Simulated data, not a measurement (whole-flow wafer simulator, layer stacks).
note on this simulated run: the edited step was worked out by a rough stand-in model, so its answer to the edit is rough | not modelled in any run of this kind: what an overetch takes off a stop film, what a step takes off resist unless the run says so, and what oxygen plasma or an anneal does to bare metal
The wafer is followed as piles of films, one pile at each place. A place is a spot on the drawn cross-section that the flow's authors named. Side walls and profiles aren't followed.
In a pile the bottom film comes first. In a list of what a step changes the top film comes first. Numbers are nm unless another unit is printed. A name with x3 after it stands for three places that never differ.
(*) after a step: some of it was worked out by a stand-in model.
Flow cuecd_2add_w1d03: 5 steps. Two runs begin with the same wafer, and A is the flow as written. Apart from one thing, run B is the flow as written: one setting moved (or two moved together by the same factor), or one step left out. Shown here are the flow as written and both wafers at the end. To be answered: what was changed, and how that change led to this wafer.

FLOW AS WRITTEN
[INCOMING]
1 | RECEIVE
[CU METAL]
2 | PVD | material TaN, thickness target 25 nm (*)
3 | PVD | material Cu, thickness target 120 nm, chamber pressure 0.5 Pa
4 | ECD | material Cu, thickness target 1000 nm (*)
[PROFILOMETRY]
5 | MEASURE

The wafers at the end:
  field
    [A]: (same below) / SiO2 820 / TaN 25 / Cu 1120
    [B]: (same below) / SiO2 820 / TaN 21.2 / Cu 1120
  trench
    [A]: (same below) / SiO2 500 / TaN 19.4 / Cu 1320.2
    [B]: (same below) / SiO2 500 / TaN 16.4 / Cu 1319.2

Cause: step 2, PVD: thickness target 21.2 nm was run, whereas the flow has thickness target 25 nm.
The wafer lets one read it off: field has TaN 21.2, and step 2 as written asks for 25 nm.

Step by step, how the change led to this:
  2 | PVD | material TaN, thickness target 25 nm (*)
      field: A +25 TaN (new film) | B +21.2 TaN (new film)
      trench: A +19.4 TaN (new film) | B +16.4 TaN (new film)
